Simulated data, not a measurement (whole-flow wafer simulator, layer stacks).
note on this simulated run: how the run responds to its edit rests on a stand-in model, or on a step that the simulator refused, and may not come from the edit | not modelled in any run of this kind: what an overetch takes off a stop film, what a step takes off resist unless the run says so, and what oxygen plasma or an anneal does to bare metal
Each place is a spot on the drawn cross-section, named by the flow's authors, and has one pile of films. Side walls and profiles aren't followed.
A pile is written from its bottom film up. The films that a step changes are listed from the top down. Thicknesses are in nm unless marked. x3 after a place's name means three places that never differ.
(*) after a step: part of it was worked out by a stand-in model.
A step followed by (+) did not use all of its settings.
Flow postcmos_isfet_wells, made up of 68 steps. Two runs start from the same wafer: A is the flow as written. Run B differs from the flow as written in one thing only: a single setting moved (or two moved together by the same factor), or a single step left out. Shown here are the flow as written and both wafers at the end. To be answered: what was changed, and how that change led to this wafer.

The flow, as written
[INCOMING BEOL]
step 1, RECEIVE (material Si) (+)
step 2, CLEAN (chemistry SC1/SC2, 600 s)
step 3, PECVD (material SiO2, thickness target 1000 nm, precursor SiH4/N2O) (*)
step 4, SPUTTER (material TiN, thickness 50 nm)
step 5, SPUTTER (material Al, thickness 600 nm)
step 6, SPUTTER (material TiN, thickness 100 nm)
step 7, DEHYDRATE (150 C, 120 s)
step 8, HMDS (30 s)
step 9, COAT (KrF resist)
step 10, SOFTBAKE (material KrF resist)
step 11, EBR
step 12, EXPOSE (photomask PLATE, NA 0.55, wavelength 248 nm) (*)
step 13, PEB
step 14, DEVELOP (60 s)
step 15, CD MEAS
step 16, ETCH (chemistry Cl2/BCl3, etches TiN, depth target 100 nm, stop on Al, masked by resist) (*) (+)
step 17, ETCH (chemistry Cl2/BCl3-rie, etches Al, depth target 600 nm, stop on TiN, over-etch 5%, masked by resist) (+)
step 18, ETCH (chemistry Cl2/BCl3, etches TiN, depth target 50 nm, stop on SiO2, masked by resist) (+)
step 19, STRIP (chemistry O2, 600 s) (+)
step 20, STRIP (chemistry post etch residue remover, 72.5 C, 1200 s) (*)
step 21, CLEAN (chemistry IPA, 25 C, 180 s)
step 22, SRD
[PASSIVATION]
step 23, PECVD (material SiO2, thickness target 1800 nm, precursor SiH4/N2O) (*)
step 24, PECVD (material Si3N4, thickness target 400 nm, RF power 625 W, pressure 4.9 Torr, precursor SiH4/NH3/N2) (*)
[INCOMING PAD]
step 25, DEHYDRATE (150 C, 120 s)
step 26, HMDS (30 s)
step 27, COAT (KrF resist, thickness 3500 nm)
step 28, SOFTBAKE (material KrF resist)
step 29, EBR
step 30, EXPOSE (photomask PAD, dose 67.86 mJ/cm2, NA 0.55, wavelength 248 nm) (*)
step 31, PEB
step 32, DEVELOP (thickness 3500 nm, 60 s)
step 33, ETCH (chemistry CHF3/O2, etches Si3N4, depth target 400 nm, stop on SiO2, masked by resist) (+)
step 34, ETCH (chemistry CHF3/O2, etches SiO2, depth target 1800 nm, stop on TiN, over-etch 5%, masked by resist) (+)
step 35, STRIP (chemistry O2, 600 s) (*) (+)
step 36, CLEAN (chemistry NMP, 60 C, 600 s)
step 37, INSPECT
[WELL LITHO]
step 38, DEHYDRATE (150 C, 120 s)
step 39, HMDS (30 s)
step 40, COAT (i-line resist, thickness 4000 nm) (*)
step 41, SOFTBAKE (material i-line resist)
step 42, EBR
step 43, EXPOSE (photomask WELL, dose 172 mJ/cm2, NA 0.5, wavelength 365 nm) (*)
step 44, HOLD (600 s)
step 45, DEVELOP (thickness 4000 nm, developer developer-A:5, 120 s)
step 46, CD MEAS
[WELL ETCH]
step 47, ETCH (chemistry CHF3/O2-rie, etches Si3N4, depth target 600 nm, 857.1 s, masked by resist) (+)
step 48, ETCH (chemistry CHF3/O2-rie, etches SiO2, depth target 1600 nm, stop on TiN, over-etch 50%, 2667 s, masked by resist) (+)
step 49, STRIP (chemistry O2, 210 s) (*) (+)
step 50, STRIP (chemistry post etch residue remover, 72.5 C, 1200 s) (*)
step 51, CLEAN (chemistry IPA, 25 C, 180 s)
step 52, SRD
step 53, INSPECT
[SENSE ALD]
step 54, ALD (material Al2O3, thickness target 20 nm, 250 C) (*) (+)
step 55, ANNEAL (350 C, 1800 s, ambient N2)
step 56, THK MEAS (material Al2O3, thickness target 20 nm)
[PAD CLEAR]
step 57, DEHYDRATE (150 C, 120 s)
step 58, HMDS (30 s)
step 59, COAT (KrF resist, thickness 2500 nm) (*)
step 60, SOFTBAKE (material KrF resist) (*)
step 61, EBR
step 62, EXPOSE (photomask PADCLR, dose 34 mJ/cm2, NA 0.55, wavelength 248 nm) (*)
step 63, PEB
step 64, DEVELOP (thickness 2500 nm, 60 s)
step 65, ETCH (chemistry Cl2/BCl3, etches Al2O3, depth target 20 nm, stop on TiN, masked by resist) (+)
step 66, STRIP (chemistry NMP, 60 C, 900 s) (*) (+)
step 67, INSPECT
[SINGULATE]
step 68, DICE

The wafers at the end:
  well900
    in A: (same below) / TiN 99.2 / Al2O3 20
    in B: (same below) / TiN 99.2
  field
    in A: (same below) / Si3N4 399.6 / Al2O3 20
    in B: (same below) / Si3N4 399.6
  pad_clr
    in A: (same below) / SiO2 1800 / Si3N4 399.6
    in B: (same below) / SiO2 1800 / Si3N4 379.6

What caused this: step 54, ALD: material Al2O3, thickness target 20 nm, 250 C (*) (+), was omitted.

Step by step, how the change led to this:
  step 59, COAT (KrF resist, thickness 2500 nm) (*)
      field: A +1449 KrF resist (new film) | B +1400.1 KrF resist (new film)
      margin: A +1448.9 KrF resist (new film) | B +1400 KrF resist (new film)
  step 65, ETCH (chemistry Cl2/BCl3, etches Al2O3, depth target 20 nm, stop on TiN, masked by resist) (+)
      pad_clr: A -20 Al2O3 (all of it) | B -20 Si3N4
      pad_open: A -20 Al2O3 (all of it) | B nothing
  step 66, STRIP (chemistry NMP, 60 C, 900 s) (*) (+)
      field: A -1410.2 KrF resist (all of it) | B -1361.3 KrF resist (all of it)
      margin: A -1410.1 KrF resist (all of it) | B -1361.3 KrF resist (all of it)
